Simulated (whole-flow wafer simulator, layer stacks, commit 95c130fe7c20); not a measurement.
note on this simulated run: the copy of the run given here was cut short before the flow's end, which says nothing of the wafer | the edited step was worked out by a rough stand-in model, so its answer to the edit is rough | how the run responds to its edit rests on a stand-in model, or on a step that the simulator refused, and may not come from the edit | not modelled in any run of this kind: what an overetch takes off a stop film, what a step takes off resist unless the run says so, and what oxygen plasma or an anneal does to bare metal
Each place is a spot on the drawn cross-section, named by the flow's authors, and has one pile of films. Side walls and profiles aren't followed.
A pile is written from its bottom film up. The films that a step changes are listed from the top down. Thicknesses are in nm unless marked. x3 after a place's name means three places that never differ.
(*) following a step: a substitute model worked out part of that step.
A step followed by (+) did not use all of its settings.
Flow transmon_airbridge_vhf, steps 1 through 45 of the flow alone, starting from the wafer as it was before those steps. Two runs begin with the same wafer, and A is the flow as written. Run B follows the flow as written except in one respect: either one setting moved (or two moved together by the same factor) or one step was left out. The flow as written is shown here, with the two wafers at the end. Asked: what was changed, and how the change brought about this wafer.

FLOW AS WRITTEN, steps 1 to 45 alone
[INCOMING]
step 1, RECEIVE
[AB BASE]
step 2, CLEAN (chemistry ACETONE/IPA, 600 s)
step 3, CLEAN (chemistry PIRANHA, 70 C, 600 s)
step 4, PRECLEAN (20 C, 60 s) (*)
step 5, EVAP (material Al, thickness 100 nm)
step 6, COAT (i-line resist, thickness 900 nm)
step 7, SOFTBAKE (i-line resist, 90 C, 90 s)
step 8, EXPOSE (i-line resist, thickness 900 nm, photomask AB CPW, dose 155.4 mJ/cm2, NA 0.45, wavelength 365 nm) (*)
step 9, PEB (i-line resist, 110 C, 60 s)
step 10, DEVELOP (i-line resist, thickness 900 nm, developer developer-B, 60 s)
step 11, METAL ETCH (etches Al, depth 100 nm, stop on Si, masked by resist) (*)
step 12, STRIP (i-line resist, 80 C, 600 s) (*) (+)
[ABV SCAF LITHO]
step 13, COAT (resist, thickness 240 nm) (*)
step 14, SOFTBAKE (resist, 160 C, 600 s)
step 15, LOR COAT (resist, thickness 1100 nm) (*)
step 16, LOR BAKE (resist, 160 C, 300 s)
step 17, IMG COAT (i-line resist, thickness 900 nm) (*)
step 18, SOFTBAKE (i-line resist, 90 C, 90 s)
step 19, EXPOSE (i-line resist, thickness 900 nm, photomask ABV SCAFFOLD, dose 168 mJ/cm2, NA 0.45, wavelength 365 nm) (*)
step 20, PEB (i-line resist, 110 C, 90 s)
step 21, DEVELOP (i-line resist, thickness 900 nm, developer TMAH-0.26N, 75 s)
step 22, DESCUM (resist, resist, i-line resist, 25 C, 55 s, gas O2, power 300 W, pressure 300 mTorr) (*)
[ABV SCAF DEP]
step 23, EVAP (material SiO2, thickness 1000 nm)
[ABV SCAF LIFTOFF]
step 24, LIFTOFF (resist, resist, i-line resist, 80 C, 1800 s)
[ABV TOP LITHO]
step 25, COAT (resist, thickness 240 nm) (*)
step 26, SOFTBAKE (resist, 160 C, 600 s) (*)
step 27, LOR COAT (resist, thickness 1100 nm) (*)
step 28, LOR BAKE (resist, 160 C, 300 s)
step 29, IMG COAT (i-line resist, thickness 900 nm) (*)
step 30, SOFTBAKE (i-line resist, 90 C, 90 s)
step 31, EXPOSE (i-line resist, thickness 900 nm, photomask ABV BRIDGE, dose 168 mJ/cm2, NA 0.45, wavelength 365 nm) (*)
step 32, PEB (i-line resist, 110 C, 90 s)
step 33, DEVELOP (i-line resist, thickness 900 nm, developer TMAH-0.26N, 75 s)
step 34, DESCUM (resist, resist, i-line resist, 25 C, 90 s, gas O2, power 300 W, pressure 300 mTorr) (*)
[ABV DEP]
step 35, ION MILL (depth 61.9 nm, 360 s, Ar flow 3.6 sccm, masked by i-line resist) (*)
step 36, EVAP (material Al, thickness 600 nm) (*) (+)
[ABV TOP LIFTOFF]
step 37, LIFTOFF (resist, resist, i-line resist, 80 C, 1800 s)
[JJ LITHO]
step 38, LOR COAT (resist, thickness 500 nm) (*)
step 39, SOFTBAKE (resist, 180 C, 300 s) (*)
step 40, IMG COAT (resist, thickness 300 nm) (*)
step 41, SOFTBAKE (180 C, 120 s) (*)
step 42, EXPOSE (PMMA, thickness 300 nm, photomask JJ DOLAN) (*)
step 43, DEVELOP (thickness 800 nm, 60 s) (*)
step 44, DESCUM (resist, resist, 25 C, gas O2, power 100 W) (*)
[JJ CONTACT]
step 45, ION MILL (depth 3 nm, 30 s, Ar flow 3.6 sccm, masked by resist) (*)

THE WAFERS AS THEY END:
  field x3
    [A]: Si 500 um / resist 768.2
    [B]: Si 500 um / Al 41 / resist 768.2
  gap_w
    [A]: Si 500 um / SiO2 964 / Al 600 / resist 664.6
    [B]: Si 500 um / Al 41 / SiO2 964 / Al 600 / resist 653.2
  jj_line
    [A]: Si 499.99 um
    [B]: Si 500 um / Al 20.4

What caused this: step 11, METAL ETCH: depth 59 nm was run, while the flow as written has depth 100 nm.

The path from the change to this, step by step:
  step 11, METAL ETCH (etches Al, depth 100 nm, stop on Si, masked by resist) (*)
      field x3, jj_line, gap_w, gap_e: A Al loses 100 (all of it) | B Al loses 59
      ground_far, pad_w, flank_w and 8 more: A i-line resist loses 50 | B i-line resist loses 29.5
  step 12, STRIP (i-line resist, 80 C, 600 s) (*) (+)
      ground_far, pad_w, flank_w and 8 more: A i-line resist loses 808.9 (all of it) | B i-line resist loses 829.4 (all of it)
  step 13, COAT (resist, thickness 240 nm) (*)
      flank_w, flank_e: A resist gains 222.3 (new film) | B resist gains 229.1 (new film)
  step 22, DESCUM (resist, resist, i-line resist, 25 C, 55 s, gas O2, power 300 W, pressure 300 mTorr) (*)
      flank_w, flank_e: A resist loses 222.3 (all of it) | B resist loses 229.1 (all of it)
  step 25, COAT (resist, thickness 240 nm) (*)
      flank_w, flank_e: A resist gains 152.6 (new film) | B resist gains 157.2 (new film)
      gap_w, gap_e: A resist gains 210.7 (new film) | B resist gains 206.3 (new film)
  step 34, DESCUM (resist, resist, i-line resist, 25 C, 90 s, gas O2, power 300 W, pressure 300 mTorr) (*)
      flank_w, flank_e: A resist loses 152.6 (all of it) | B resist loses 157.2 (all of it)
      gap_w, gap_e: A resist loses 210.7 (all of it) | B resist loses 206.3 (all of it)
  step 40, IMG COAT (resist, thickness 300 nm) (*)
      flank_w, flank_e: A resist gains 212.1 | B resist gains 218.5
  step 45, ION MILL (depth 3 nm, 30 s, Ar flow 3.6 sccm, masked by resist) (*)
      jj_line: A Si loses 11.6 | B Al loses 20.6
Taking metal films that touch as one body, field x3 has 1 body; the flow as written gives 0 bodies.
Taking metal films that touch as one body, gap_w has 2 bodies (between them, from the top down: SiO2 964); the flow as written gives 1 body.
Taking metal films that touch as one body, jj_line has 1 body; the flow as written gives 0 bodies.
